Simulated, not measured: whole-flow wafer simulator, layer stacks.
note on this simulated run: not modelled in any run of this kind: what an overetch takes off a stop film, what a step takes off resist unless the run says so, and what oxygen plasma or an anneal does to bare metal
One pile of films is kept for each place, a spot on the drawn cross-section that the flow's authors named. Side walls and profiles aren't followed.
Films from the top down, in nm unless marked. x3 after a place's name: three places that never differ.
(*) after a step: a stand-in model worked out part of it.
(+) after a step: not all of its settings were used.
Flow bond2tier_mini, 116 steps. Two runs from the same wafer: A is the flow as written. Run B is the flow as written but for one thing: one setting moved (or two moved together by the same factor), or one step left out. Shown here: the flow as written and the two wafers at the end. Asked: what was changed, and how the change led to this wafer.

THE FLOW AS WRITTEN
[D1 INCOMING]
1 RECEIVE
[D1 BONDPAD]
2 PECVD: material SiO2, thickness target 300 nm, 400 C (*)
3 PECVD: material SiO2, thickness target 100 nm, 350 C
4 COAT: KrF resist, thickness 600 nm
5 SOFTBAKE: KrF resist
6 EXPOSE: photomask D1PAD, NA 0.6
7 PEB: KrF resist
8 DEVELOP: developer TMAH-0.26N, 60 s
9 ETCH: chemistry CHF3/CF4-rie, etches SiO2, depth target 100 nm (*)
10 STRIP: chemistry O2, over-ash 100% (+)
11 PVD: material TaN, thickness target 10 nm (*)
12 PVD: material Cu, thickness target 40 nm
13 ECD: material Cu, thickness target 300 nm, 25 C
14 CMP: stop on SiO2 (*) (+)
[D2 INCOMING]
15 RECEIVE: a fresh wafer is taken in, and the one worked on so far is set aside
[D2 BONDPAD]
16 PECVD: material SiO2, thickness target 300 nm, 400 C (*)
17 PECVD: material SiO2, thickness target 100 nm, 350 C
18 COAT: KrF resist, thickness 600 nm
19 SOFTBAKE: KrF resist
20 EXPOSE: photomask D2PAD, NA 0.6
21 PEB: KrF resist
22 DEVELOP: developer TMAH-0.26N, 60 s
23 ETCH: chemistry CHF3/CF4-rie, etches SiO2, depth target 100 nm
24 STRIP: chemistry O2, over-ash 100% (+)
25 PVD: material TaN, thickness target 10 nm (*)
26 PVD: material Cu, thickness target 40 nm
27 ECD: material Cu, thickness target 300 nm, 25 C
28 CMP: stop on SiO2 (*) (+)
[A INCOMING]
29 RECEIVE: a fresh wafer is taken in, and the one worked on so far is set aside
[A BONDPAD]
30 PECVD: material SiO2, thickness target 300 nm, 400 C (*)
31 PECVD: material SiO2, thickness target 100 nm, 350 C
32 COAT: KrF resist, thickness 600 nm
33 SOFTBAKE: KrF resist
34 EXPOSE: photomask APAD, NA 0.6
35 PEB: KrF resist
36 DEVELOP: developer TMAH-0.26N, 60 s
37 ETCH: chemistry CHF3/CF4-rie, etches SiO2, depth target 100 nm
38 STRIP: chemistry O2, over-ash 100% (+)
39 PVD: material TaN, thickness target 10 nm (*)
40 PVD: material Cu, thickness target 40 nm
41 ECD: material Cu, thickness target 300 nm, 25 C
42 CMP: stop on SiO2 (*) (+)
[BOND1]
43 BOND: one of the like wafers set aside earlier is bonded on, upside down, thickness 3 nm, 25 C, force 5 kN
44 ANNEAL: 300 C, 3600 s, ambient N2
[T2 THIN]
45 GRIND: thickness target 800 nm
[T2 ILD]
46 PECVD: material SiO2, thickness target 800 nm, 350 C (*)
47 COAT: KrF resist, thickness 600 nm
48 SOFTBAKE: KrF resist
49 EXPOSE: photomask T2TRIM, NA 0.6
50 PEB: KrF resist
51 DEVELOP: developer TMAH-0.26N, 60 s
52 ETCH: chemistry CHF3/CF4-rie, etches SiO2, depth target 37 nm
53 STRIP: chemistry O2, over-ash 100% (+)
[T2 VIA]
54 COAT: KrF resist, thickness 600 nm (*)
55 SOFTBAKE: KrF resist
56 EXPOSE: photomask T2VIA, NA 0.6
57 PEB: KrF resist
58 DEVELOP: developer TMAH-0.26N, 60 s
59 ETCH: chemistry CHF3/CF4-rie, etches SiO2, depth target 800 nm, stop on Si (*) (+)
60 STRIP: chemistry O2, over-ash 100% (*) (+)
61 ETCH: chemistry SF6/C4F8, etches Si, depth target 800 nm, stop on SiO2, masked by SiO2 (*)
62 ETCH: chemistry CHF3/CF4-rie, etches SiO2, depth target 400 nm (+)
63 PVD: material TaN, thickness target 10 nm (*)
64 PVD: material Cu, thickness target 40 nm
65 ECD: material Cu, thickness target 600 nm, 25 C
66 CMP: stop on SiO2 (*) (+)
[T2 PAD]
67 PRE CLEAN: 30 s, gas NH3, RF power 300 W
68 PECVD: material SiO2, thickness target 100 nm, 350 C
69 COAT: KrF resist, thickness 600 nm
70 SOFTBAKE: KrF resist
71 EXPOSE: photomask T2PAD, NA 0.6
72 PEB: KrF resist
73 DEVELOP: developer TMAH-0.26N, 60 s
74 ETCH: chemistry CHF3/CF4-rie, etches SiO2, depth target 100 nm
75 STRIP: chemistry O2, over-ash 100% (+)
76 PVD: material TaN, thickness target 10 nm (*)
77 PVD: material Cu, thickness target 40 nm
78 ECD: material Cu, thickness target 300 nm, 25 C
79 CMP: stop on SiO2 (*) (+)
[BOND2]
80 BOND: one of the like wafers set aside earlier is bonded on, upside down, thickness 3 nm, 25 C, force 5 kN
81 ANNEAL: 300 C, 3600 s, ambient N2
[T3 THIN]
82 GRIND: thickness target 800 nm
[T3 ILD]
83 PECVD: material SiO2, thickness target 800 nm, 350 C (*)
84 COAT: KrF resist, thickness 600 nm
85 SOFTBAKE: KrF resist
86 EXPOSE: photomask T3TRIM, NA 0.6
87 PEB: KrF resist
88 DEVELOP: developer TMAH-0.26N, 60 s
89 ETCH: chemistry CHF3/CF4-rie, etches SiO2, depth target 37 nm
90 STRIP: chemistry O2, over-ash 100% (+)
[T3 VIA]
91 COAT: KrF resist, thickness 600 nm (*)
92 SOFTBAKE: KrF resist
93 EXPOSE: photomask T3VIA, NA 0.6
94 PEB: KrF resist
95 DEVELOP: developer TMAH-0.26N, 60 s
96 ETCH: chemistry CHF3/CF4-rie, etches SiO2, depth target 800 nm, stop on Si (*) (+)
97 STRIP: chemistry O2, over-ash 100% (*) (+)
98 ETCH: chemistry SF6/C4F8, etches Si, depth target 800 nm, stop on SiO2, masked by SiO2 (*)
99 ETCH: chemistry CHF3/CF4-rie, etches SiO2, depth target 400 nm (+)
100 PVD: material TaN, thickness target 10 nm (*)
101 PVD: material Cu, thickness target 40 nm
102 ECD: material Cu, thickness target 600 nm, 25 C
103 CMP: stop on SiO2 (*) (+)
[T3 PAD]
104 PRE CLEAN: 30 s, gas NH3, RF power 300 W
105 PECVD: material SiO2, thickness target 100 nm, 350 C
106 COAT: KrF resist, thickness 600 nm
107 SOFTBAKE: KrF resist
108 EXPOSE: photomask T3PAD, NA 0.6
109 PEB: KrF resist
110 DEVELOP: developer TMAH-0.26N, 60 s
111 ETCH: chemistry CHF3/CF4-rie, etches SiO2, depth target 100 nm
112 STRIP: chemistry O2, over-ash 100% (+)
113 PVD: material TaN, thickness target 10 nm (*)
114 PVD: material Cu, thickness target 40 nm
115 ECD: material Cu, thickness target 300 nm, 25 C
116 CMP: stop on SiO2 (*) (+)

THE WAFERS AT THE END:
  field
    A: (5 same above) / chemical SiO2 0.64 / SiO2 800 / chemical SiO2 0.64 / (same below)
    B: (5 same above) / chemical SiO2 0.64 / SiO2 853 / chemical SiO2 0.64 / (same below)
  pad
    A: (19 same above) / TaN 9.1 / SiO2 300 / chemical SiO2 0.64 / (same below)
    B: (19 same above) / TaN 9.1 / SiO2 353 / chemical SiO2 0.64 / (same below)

The cause: step 31, PECVD: thickness target 153 nm was run, where the flow has thickness target 100 nm.

How the change led to this, step by step:
  31 PECVD: material SiO2, thickness target 100 nm, 350 C
      field, pad, via: A SiO2 +100 | B SiO2 +153
